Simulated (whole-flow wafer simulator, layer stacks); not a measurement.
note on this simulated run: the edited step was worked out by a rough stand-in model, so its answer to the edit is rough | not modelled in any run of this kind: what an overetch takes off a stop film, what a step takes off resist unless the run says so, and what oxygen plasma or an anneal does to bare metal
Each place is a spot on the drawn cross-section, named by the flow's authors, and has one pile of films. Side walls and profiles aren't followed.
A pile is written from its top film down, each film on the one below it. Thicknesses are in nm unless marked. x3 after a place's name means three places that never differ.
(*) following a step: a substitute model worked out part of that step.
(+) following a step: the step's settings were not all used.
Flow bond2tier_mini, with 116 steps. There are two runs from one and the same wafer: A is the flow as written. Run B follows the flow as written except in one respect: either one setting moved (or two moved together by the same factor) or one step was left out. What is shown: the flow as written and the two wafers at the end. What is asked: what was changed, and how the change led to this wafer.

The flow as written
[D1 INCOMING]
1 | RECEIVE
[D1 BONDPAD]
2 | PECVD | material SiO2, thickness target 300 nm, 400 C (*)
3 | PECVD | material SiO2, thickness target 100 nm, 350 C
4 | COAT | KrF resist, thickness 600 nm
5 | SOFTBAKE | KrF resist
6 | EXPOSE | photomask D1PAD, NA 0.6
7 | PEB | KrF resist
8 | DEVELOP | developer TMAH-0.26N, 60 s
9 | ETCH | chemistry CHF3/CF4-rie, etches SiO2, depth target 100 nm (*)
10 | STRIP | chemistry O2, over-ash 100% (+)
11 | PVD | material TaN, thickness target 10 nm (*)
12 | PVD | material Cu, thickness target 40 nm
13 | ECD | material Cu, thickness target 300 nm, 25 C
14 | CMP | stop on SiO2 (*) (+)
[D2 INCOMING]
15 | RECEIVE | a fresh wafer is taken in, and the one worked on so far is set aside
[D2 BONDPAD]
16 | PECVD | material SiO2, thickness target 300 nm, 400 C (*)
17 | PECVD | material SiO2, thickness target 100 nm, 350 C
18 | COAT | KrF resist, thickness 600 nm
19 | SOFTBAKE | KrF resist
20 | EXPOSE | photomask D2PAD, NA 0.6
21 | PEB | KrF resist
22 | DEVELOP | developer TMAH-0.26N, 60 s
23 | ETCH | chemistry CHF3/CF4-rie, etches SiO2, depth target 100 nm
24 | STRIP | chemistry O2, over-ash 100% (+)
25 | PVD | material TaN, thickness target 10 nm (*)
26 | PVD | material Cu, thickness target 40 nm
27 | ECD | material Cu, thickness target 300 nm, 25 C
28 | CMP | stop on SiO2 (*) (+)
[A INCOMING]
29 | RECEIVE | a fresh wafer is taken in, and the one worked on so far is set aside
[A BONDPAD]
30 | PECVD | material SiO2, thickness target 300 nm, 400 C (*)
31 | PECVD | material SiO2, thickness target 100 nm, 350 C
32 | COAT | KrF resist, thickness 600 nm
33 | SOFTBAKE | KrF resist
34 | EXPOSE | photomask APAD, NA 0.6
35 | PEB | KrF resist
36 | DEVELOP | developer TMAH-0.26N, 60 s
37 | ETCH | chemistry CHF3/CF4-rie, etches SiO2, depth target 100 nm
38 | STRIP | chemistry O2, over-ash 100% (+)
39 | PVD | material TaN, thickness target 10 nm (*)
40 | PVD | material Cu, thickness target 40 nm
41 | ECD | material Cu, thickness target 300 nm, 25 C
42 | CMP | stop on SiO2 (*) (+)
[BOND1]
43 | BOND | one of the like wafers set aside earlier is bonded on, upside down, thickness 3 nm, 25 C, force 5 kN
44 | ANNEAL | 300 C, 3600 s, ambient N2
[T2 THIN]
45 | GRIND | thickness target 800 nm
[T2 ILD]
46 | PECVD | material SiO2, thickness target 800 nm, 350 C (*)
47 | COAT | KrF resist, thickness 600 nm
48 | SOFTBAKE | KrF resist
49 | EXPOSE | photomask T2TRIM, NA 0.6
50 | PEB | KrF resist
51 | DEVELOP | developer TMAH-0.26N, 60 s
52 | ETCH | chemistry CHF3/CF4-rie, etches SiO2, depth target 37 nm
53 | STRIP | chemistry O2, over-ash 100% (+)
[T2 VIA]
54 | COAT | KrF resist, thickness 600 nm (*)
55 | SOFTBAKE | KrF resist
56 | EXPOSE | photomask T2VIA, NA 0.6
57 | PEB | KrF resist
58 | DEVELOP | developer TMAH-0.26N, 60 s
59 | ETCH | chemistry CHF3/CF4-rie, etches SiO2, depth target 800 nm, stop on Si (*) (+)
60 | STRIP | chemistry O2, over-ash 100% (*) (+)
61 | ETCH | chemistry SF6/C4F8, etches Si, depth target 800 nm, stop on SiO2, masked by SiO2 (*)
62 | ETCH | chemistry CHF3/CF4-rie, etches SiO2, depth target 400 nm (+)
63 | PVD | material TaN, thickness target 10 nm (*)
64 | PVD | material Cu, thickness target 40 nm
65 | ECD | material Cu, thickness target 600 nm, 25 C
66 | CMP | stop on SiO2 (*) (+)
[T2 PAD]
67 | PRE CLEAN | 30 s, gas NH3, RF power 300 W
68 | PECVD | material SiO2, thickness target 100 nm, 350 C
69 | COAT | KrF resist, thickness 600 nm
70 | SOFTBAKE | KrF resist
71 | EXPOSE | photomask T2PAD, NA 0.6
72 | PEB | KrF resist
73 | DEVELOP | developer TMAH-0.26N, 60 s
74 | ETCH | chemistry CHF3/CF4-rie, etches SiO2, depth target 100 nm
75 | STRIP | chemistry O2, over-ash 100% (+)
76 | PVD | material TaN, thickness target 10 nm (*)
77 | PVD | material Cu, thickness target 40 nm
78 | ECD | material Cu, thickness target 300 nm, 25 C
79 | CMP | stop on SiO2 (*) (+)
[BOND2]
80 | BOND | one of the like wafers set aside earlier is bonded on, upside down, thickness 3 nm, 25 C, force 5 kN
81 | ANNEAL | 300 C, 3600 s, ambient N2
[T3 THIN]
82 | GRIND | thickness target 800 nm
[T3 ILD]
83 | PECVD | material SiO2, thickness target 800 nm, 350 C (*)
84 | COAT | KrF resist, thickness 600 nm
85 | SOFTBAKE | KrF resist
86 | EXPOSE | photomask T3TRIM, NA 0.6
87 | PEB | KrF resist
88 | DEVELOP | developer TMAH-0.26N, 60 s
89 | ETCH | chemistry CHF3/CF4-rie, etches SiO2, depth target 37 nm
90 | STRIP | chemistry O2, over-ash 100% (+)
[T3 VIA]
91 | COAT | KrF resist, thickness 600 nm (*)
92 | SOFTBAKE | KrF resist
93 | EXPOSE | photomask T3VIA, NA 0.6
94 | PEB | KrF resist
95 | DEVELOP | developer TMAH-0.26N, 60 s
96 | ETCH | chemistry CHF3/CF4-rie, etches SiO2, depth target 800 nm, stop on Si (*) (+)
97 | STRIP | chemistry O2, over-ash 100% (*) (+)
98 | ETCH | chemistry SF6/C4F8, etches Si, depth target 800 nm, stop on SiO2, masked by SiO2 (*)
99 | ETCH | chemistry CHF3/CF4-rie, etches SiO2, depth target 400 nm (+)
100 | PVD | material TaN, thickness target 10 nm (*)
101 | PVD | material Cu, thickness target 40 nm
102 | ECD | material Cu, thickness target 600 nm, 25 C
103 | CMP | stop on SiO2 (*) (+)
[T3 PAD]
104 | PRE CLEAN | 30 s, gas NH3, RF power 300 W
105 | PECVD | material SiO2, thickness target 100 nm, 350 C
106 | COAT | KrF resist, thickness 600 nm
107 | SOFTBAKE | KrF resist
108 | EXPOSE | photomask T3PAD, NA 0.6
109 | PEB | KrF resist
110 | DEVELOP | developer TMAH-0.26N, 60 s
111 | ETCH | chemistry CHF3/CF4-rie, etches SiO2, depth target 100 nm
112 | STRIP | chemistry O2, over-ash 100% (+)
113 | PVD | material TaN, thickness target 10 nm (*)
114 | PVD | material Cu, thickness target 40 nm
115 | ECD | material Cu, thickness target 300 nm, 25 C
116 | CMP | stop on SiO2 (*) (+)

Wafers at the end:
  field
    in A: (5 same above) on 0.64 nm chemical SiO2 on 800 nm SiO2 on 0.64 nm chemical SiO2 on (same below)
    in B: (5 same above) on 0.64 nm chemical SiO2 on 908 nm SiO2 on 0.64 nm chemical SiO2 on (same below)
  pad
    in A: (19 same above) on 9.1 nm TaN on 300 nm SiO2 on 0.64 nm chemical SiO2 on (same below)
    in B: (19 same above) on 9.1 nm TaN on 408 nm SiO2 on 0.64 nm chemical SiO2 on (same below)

What caused this: step 30, PECVD: thickness target 408 nm was run, while the flow as written has thickness target 300 nm.
One can read it off the wafer: pad has SiO2 408, and step 30 as written asks for 300 nm.

The path from the change to this, step by step:
  30 | PECVD | material SiO2, thickness target 300 nm, 400 C (*)
      field, pad, via: A +300 SiO2 (new film) | B +408 SiO2 (new film)
